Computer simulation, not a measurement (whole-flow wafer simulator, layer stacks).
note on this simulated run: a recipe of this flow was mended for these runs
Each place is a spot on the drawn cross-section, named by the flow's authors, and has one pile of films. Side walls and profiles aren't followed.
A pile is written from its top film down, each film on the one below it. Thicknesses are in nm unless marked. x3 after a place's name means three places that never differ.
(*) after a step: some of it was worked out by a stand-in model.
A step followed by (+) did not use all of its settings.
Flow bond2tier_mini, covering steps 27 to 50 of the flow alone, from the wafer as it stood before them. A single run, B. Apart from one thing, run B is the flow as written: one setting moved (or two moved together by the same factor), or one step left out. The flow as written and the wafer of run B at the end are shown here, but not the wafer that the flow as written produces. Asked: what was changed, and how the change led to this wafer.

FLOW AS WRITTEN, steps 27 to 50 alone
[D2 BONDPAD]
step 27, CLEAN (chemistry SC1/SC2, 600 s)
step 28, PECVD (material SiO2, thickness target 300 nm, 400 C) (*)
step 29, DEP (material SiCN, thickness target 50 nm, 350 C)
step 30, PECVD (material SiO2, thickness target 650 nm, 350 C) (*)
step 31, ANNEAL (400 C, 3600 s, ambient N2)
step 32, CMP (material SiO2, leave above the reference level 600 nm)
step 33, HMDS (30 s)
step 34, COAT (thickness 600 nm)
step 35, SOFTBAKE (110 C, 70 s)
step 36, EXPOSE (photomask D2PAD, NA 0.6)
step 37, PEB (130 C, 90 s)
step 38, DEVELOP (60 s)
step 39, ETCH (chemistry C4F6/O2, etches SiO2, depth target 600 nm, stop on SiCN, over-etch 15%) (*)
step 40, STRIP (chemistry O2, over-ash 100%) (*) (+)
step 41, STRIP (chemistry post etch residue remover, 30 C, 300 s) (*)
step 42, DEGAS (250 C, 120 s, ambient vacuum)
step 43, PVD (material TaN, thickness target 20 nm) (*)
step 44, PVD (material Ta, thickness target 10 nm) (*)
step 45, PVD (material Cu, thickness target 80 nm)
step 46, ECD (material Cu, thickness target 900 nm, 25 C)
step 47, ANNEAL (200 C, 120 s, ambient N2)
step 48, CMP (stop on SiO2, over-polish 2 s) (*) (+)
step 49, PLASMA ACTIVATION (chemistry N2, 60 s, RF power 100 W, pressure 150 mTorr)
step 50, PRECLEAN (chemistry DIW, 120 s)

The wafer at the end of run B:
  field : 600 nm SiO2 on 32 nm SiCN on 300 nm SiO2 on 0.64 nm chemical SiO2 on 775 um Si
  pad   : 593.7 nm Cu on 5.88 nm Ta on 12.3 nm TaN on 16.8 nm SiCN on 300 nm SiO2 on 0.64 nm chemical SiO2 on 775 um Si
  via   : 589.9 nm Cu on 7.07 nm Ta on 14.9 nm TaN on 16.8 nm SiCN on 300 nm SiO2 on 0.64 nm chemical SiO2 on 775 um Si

Cause: step 29, DEP: thickness target 32 nm was run, whereas the flow has thickness target 50 nm.
The wafer itself shows it: field has SiCN 32, and step 29 as written asks for 50 nm.

How this came from the change, step by step:
  step 29, DEP (material SiCN, thickness target 50 nm, 350 C)
      field, pad, via: +32 SiCN (new film) (as written it would have been: +50 SiCN (new film))
